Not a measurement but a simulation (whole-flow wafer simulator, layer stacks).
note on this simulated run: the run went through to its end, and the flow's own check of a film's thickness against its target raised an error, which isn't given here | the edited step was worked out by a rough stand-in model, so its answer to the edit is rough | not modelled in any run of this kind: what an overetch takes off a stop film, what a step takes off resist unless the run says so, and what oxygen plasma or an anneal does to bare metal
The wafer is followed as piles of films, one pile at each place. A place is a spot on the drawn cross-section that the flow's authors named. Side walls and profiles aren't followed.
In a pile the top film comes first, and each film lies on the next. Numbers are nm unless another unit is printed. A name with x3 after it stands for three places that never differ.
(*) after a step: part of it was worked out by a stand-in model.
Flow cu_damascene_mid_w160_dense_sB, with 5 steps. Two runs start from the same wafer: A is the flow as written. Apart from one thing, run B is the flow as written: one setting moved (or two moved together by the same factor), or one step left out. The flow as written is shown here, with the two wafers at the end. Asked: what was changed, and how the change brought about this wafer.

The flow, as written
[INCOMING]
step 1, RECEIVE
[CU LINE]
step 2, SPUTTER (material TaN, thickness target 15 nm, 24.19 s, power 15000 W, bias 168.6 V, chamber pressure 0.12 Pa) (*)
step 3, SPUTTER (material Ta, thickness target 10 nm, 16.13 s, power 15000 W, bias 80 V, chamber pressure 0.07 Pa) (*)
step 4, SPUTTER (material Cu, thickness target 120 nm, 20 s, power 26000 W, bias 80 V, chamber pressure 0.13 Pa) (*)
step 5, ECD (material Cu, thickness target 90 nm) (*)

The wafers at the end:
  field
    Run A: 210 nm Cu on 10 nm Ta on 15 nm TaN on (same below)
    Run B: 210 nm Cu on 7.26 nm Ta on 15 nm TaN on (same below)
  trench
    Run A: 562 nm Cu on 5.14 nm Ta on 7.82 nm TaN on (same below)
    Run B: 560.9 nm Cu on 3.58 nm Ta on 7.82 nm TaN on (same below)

Cause: step 3, SPUTTER: power 10890 W was run, whereas the flow has power 15000 W.

How this came from the change, step by step:
  step 3, SPUTTER (material Ta, thickness target 10 nm, 16.13 s, power 15000 W, bias 80 V, chamber pressure 0.07 Pa) (*)
      field: A +10 Ta (new film) | B +7.26 Ta (new film)
      trench: A +5.14 Ta (new film) | B +3.58 Ta (new film)
